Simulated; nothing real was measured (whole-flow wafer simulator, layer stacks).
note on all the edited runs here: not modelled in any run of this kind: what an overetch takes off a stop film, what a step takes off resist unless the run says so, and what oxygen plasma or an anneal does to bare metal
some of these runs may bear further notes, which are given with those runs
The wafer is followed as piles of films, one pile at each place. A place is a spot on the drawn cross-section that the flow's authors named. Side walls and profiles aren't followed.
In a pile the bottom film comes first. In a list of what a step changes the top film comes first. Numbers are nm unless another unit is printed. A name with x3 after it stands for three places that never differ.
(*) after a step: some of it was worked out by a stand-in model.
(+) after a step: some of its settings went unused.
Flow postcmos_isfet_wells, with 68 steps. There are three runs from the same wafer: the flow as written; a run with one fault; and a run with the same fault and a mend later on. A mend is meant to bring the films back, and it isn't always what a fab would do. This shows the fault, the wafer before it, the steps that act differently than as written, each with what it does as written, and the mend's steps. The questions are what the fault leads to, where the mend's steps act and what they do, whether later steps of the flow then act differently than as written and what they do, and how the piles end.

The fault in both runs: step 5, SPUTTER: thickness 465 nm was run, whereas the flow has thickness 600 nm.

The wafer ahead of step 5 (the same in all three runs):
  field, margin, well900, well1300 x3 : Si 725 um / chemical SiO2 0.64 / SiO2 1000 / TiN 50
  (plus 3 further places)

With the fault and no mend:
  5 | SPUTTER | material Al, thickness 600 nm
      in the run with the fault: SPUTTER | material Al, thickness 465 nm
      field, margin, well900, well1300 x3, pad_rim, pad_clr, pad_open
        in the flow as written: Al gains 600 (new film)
        in the run with the fault: Al gains 465 (new film)
  Steps further on in the flow that do not act as written:
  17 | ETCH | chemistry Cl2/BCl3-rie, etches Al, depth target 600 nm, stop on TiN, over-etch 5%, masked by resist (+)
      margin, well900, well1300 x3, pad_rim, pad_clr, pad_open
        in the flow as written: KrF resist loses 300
        in the run with the fault: KrF resist loses 244.1
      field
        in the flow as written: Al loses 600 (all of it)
        in the run with the fault: Al loses 465 (all of it)
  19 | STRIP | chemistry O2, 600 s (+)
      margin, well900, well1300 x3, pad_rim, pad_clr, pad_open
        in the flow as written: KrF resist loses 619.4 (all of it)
        in the run with the fault: KrF resist loses 675.2 (all of it)
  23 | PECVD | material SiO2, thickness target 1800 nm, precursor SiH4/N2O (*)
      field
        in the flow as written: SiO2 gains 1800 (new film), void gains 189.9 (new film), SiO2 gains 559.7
        in the run with the fault: SiO2 gains 2414.6
  The piles end different from the flow's at field, margin, well900, well1300 x3, pad_rim, pad_clr, pad_open by more than 2% or 0.5 nm, whichever is larger.
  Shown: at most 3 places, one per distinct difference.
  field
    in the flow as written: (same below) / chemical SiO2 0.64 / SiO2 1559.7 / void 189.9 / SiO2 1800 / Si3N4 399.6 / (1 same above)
    in the run with the fault: (same below) / chemical SiO2 0.64 / SiO2 3414.6 / Si3N4 399.6 / (1 same above)
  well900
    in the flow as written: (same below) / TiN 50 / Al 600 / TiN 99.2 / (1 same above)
    in the run with the fault: (same below) / TiN 50 / Al 465 / TiN 99.2 / (1 same above)
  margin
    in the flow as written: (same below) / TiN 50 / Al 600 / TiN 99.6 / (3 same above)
    in the run with the fault: (same below) / TiN 50 / Al 465 / TiN 99.6 / (3 same above)

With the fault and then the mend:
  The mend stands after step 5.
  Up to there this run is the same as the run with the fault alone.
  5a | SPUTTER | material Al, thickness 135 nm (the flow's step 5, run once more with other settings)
      field, margin, well900, well1300 x3, pad_rim, pad_clr, pad_open
        Al gains 135
  Later steps of the flow that are run all act as written at every place that is followed.
  At every place that both follow, the piles at the end match the flow's.
